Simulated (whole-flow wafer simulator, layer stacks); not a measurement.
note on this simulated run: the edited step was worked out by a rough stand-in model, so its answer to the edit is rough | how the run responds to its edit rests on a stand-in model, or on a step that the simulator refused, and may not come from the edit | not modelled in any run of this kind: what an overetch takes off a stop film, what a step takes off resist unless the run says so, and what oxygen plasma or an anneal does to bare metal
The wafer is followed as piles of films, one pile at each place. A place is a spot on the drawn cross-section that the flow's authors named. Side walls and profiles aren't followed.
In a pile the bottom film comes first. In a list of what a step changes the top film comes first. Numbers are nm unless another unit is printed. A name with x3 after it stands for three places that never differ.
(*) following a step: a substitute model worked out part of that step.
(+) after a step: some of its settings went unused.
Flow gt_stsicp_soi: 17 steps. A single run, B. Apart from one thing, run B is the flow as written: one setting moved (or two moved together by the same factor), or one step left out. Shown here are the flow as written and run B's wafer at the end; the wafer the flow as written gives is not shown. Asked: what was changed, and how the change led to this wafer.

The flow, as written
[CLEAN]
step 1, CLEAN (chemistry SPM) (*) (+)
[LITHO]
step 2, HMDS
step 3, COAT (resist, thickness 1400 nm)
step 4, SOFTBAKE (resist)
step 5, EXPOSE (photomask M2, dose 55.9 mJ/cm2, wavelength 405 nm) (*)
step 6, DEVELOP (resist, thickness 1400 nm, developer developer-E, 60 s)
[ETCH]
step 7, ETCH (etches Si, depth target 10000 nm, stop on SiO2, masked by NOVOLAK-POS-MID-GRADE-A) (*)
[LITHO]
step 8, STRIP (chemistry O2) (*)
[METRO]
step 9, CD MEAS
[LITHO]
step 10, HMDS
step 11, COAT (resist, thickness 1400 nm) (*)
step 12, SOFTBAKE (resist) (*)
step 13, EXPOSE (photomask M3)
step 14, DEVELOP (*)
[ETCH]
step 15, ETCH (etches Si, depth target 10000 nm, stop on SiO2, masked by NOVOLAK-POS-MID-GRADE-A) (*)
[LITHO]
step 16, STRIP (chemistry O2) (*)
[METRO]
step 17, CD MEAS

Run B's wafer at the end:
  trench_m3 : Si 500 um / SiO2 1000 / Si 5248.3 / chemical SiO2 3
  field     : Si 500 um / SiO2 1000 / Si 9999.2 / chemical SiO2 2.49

Cause: step 15, ETCH: depth target 4750 nm was run, while the flow as written has depth target 10000 nm.

How this came from the change, step by step:
  step 15, ETCH (etches Si, depth target 10000 nm, stop on SiO2, masked by NOVOLAK-POS-MID-GRADE-A) (*)
      trench_m3: -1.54 chemical SiO2 (all of it), -4750 Si (as written it would have been: -1.54 chemical SiO2 (all of it), -9999.6 Si (all of it))
      field, trench_m2: -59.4 resist (as written it would have been: -125 resist)
  step 16, STRIP (chemistry O2) (*)
      trench_m3: +3 chemical SiO2 (new film), -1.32 Si (as written it would have been: nothing)
      field: -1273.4 resist (all of it), +0.94 chemical SiO2, -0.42 Si (as written it would have been: -1207.8 resist (all of it), +0.94 chemical SiO2, -0.41 Si)
